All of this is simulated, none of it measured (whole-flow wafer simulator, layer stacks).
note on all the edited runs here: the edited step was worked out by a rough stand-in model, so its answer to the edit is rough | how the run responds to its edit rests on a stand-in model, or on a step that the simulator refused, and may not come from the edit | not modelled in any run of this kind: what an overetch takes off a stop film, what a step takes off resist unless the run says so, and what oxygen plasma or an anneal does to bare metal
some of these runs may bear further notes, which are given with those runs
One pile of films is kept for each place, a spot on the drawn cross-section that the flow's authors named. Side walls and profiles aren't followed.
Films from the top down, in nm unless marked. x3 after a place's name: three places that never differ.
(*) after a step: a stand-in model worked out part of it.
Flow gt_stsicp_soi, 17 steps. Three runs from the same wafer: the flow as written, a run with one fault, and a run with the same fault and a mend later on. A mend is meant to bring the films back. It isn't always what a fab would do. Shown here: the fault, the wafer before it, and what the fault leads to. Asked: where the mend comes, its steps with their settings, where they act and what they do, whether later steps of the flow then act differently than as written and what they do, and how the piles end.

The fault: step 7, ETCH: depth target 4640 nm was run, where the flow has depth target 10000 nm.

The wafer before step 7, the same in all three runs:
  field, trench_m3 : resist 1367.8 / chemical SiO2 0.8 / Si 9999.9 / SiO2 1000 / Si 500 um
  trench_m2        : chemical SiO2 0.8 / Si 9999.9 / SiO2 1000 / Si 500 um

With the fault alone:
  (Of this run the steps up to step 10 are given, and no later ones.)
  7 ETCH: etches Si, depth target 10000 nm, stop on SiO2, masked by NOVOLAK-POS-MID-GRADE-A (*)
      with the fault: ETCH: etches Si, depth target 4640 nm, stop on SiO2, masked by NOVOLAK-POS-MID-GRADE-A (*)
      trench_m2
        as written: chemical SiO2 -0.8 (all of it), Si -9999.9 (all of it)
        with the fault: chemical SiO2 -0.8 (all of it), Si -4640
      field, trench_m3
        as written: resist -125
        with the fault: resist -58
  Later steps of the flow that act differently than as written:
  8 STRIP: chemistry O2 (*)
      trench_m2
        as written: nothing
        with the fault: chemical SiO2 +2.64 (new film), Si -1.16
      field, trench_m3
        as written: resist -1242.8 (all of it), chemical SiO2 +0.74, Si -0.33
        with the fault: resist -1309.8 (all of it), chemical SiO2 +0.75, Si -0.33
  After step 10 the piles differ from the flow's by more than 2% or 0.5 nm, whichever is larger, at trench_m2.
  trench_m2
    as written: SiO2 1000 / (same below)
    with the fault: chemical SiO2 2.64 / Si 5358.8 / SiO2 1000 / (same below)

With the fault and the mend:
  The mend comes after step 7.
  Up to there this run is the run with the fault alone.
  7a ETCH: etches Si, depth target 5360 nm, stop on SiO2, masked by NOVOLAK-POS-MID-GRADE-A (*) (the flow's step 7 once more, with other settings)
      field, trench_m3
        resist -67
      trench_m2
        Si -5359.9 (all of it)
  No later step of the flow acts differently than as written at any place that is followed.
  At the end the piles are the same as the flow's at every place that both follow.
